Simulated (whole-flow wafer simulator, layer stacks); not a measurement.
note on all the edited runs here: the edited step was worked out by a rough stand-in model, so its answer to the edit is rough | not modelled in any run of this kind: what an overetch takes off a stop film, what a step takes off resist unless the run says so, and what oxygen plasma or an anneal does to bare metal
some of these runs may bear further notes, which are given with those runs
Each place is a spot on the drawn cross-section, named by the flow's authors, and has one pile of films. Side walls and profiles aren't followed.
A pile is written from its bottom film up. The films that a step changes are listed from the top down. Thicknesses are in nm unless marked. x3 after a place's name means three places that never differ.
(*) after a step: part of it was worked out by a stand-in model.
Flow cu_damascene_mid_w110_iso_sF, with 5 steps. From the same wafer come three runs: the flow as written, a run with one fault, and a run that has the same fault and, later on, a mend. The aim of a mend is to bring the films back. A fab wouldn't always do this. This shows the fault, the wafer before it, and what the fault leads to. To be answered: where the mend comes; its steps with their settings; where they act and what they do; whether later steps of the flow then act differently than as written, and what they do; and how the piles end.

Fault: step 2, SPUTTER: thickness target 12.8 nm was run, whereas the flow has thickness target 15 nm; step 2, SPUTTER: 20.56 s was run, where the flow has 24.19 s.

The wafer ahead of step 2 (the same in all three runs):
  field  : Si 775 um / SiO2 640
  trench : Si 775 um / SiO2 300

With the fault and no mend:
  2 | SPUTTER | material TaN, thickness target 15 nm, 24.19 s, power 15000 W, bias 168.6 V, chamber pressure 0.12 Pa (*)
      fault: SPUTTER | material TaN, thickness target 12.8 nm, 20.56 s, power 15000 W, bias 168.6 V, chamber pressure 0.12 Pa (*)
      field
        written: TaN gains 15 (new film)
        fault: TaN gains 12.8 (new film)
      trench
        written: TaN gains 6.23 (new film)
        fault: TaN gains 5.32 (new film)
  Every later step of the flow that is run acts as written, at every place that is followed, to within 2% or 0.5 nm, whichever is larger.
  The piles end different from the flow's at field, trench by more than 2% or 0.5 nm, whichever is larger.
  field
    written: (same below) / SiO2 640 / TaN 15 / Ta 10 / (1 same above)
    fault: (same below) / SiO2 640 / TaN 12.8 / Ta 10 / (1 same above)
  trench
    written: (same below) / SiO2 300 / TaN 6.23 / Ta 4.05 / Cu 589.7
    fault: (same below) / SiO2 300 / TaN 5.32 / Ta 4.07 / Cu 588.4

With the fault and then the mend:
  The mend stands after step 2.
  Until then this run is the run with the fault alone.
  2a | SPUTTER | material TaN, thickness target 2.2 nm, 3.548 s, power 15000 W, bias 168.6 V, chamber pressure 0.12 Pa (*) (the flow's step 2 again, with other settings)
      field
        TaN gains 2.2
      trench
        TaN gains 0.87
  Every later step of the flow that is run acts as written, at every place that is followed, to within 2% or 0.5 nm, whichever is larger.
  The piles end only slightly different from the flow's at the places that both follow, by no more than 2% or 0.5 nm, whichever is larger.
